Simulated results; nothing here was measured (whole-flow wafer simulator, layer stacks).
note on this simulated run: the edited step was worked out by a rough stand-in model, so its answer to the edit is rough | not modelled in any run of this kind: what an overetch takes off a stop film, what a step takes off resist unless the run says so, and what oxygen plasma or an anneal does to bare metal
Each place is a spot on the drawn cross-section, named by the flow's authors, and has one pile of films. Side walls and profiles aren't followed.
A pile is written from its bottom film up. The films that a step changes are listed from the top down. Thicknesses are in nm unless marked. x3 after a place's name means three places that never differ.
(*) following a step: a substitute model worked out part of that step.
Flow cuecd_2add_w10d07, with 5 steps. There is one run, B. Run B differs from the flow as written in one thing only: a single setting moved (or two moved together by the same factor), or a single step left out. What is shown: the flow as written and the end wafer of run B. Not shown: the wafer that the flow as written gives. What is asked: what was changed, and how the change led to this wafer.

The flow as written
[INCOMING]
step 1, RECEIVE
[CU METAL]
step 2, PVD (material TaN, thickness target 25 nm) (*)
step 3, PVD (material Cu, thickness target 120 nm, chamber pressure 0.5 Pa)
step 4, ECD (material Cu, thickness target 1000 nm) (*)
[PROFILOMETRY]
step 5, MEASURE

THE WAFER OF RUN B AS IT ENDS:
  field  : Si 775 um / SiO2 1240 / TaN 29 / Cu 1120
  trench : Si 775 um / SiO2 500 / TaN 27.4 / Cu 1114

Cause: step 2, PVD: thickness target 29 nm was run, whereas the flow has thickness target 25 nm.
The wafer itself shows it: field has TaN 29, and step 2 as written asks for 25 nm.

Step by step, how the change led to this:
  step 2, PVD (material TaN, thickness target 25 nm) (*)
      field: +29 TaN (new film) (it would be, as written: +25 TaN (new film))
      trench: +27.4 TaN (new film) (it would be, as written: +23.7 TaN (new film))
